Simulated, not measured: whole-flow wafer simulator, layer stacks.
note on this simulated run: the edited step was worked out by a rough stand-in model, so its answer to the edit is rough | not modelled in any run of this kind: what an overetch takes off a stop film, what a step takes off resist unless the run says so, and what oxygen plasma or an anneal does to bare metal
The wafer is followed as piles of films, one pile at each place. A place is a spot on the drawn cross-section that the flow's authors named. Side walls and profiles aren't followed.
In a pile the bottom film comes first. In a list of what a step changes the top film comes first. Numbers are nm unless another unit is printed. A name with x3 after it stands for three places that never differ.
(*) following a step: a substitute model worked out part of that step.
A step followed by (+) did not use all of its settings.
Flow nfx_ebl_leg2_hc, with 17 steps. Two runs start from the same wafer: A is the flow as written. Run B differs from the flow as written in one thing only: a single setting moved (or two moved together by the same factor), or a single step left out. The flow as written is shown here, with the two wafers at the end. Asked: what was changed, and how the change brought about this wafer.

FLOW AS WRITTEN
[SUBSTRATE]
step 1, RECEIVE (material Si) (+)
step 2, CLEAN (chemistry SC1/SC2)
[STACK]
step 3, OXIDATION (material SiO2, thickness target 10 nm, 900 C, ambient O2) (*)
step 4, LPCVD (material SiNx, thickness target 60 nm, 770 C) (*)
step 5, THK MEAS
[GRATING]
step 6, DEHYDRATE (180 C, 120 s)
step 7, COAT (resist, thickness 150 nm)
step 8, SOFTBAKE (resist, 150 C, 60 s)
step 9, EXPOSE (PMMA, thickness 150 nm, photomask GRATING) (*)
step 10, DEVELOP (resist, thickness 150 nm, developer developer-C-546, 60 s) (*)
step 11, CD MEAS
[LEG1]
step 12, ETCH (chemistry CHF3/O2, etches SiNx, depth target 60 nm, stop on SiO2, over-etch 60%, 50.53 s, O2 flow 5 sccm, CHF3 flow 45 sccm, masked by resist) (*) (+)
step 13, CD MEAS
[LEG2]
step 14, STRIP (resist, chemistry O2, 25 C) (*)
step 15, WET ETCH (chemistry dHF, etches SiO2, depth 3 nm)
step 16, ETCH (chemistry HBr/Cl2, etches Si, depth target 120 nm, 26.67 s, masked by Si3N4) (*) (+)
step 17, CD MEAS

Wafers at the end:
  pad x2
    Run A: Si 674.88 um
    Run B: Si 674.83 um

What caused this: step 16, ETCH: depth target 165 nm was run, whereas the flow has depth target 120 nm.

Step by step, how the change led to this:
  step 16, ETCH (chemistry HBr/Cl2, etches Si, depth target 120 nm, 26.67 s, masked by Si3N4) (*) (+)
      pad x2: A -120 Si | B -165 Si
